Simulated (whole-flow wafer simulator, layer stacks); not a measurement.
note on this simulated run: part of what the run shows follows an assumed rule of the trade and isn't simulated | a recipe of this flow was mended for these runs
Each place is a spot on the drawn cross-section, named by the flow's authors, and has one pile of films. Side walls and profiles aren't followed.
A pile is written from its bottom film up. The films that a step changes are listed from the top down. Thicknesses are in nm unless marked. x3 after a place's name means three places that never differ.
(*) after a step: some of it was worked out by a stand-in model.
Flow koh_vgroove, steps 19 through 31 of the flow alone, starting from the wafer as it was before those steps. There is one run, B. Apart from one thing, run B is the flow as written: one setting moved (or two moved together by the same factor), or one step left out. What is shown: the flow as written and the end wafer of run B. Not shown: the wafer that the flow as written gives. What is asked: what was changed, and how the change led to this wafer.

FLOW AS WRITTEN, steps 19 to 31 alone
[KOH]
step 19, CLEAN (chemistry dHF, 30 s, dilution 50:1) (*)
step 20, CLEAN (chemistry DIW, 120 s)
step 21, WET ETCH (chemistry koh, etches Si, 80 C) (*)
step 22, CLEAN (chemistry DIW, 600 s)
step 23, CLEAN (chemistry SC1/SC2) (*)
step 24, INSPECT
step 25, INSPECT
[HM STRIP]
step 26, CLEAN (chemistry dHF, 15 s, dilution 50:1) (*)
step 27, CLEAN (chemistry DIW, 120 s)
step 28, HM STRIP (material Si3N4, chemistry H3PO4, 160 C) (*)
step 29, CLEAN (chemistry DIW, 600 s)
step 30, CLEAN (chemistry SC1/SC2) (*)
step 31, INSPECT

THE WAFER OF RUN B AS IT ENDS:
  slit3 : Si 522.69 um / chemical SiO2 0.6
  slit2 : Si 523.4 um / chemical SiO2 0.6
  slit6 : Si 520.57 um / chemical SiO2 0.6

Cause: step 21, WET ETCH: 85.7 C was run, whereas the flow has 80 C.

The path from the change to this, step by step:
  step 21, WET ETCH (chemistry koh, etches Si, 80 C) (*)
      slit2: -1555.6 Si (it would be, as written: -1515.1 Si)
      slit6: -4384 Si (it would be, as written: -3727.8 Si)
      (and at 1 other place as well)
